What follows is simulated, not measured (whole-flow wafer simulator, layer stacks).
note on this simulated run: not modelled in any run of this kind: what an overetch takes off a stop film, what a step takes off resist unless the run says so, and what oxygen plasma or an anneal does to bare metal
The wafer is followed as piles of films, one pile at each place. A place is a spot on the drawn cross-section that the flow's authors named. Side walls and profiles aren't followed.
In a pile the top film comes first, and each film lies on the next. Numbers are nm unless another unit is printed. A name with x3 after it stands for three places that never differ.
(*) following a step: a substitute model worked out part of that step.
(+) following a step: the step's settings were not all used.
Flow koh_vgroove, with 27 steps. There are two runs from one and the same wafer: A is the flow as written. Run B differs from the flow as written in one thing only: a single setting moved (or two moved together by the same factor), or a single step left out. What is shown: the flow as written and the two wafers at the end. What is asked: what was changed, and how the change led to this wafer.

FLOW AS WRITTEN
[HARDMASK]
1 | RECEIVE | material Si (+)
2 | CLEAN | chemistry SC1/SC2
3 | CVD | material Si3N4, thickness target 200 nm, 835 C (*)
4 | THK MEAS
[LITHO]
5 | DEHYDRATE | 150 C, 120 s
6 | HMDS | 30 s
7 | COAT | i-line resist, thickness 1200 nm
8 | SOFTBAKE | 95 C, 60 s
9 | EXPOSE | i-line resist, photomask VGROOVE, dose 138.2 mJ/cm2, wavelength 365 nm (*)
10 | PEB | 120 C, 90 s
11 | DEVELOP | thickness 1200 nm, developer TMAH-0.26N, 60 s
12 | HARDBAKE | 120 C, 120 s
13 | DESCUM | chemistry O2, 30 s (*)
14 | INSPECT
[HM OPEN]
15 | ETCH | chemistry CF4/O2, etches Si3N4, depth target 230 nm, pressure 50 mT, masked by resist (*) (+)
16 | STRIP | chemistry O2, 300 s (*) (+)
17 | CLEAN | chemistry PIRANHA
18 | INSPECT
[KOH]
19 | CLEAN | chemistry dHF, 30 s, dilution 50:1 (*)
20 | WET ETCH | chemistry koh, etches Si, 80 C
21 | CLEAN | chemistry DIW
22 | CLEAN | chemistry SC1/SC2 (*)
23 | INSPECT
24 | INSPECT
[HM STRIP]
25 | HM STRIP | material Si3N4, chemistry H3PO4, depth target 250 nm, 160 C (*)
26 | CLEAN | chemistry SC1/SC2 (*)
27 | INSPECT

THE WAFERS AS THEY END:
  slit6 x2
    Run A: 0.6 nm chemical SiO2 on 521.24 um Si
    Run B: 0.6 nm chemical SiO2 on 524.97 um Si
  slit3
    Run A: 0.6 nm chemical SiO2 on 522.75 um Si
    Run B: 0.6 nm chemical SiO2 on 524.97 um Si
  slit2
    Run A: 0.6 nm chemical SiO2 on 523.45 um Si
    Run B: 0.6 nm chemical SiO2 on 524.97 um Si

What caused this: step 20, WET ETCH: chemistry koh, etches Si, 80 C, was skipped.

How this came from the change, step by step:
  (no step that both runs have acts differently)
